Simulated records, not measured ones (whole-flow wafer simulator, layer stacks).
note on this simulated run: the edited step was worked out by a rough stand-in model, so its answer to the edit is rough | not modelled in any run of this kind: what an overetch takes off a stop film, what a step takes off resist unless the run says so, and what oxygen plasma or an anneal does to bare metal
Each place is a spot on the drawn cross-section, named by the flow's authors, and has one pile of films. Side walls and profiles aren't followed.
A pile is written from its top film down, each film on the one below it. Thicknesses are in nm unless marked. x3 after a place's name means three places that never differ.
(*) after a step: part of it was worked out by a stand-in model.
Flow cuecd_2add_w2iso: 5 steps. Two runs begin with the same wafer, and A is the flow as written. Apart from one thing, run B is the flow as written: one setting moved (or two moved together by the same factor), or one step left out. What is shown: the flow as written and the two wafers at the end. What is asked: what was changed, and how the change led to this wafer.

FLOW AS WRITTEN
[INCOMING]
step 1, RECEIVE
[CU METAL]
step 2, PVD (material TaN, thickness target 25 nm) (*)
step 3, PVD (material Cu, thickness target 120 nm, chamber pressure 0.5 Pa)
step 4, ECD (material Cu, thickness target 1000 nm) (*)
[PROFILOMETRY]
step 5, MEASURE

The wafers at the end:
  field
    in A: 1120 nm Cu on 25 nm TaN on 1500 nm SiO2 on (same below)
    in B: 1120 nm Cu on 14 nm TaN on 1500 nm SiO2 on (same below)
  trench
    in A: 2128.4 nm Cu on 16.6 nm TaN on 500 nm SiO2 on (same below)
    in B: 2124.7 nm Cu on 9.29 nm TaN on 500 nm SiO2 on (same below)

The reason: step 2, PVD: thickness target 14 nm was run, though the flow has thickness target 25 nm.
One can read it off the wafer: field has TaN 14, and step 2 as written asks for 25 nm.

Step by step, how the change led to this:
  step 2, PVD (material TaN, thickness target 25 nm) (*)
      field: A +25 TaN (new film) | B +14 TaN (new film)
      trench: A +16.6 TaN (new film) | B +9.29 TaN (new film)
